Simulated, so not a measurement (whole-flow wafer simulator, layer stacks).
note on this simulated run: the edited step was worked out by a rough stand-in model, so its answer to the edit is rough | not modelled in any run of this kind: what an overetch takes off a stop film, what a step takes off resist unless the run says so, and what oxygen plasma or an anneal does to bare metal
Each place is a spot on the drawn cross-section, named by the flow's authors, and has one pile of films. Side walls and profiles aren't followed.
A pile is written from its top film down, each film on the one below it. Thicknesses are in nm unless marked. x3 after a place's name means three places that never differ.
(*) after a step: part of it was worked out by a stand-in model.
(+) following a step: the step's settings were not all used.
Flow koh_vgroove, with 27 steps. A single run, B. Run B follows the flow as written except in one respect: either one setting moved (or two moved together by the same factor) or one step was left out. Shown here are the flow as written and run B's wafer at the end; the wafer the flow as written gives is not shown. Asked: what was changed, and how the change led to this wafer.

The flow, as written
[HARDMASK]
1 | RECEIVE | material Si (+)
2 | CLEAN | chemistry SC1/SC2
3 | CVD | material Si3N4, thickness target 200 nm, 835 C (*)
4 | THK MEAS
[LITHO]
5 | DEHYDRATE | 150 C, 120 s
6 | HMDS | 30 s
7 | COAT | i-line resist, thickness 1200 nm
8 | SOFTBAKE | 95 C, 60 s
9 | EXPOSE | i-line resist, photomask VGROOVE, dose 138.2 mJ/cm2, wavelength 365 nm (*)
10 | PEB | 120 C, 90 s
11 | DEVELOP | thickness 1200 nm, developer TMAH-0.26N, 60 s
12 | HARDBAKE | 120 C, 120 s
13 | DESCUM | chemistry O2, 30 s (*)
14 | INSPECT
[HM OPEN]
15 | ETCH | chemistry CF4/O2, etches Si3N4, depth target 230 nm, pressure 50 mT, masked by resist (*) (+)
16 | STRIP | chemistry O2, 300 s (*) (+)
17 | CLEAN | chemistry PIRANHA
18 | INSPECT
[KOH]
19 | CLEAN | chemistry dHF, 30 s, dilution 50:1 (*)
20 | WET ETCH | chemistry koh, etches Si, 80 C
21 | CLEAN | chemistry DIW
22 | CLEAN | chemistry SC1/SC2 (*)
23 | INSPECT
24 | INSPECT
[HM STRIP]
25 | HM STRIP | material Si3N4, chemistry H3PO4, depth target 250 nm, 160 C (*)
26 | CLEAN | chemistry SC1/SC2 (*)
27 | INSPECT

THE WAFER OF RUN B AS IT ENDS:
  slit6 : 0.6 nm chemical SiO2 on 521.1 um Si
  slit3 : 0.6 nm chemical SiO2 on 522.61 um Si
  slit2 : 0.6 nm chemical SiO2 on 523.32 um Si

What caused this: step 15, ETCH: depth target 368 nm was run, though the flow has depth target 230 nm.

How this came from the change, step by step:
  15 | ETCH | chemistry CF4/O2, etches Si3N4, depth target 230 nm, pressure 50 mT, masked by resist (*) (+)
      slit3, slit2, slit6, slit20: Si3N4 loses 200 (all of it), chemical SiO2 loses 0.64 (all of it), Si loses 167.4 (it would be, as written: Si3N4 loses 200 (all of it), chemical SiO2 loses 0.64 (all of it), Si loses 29.4)
      field: i-line resist loses 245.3 (it would be, as written: i-line resist loses 153.3)
  16 | STRIP | chemistry O2, 300 s (*) (+)
      field: i-line resist loses 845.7 (all of it) (it would be, as written: i-line resist loses 937.7 (all of it))
